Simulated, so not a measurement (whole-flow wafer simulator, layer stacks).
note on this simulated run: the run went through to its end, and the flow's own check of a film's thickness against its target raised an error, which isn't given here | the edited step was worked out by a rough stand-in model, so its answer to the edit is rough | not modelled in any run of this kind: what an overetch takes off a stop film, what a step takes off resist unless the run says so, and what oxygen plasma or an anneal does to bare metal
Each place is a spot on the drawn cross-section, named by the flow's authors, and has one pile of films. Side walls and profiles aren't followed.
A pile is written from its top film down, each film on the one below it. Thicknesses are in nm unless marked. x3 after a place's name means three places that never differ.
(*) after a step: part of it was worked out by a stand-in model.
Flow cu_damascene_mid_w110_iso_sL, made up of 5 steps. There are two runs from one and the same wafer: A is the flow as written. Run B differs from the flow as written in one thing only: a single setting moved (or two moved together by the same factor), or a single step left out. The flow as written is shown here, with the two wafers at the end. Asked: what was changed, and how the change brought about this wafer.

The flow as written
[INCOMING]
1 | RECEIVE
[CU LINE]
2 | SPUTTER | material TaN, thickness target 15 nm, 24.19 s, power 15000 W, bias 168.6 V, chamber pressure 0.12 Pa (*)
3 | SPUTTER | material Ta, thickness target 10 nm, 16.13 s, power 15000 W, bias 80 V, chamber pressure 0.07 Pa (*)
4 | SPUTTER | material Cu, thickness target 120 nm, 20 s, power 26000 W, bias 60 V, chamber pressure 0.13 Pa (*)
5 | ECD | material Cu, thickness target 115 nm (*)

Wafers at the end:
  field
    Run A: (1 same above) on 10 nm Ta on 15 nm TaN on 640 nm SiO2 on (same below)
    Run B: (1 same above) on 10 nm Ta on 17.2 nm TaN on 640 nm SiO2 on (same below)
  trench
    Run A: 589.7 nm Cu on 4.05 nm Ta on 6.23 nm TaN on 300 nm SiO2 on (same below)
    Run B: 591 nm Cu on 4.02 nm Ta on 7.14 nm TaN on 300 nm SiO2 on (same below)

The reason: step 2, SPUTTER: thickness target 17.2 nm was run, though the flow has thickness target 15 nm.
The wafer itself shows it: field has TaN 17.2, and step 2 as written asks for 15 nm.

The path from the change to this, step by step:
  2 | SPUTTER | material TaN, thickness target 15 nm, 24.19 s, power 15000 W, bias 168.6 V, chamber pressure 0.12 Pa (*)
      field: A +15 TaN (new film) | B +17.2 TaN (new film)
      trench: A +6.23 TaN (new film) | B +7.14 TaN (new film)
